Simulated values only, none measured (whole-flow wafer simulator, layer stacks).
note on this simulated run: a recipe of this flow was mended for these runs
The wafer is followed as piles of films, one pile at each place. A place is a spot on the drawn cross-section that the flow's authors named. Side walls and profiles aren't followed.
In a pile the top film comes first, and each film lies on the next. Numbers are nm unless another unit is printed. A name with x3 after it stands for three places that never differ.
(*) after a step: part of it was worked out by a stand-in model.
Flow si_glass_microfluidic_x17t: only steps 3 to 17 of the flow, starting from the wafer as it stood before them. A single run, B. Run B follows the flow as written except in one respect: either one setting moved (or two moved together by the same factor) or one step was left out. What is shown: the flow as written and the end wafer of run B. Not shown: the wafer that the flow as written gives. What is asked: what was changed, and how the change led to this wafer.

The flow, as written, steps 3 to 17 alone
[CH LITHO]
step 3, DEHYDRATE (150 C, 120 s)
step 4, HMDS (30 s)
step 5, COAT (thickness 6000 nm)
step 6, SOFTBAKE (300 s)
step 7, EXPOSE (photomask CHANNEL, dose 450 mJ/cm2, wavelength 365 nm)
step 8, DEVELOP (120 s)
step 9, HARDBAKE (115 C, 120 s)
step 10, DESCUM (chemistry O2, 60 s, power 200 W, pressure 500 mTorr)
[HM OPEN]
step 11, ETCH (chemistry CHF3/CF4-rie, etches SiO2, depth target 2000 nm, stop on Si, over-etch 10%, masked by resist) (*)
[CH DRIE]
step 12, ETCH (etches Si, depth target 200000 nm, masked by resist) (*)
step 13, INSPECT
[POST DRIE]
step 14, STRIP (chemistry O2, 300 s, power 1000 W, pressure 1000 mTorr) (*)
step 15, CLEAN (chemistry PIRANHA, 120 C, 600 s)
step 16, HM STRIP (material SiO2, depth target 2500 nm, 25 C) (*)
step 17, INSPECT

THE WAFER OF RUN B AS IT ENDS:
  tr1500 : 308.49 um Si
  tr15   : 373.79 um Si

What caused this: step 5, COAT: thickness 5100 nm was run, whereas the flow has thickness 6000 nm.

Step by step, how the change led to this:
  step 5, COAT (thickness 6000 nm)
      land, tr110, tr1500, tr15: thick-i-line-resist gains 5100 (new film) (as written it would have been: thick-i-line-resist gains 6000 (new film))
  step 8, DEVELOP (120 s)
      tr110, tr1500, tr15: thick-i-line-resist loses 5100 (all of it) (as written it would have been: thick-i-line-resist loses 6000 (all of it))
  step 9, HARDBAKE (115 C, 120 s)
      land: thick-i-line-resist loses 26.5 (as written it would have been: thick-i-line-resist loses 33.5)
  step 12, ETCH (etches Si, depth target 200000 nm, masked by resist) (*)
      tr1500: Si loses 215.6 um (as written it would have been: Si loses 215.73 um)
      tr15: Si loses 150.31 um (as written it would have been: Si loses 149.99 um)
  step 14, STRIP (chemistry O2, 300 s, power 1000 W, pressure 1000 mTorr) (*)
      land: thick-i-line-resist loses 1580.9 (all of it) (as written it would have been: thick-i-line-resist loses 2472.3 (all of it))
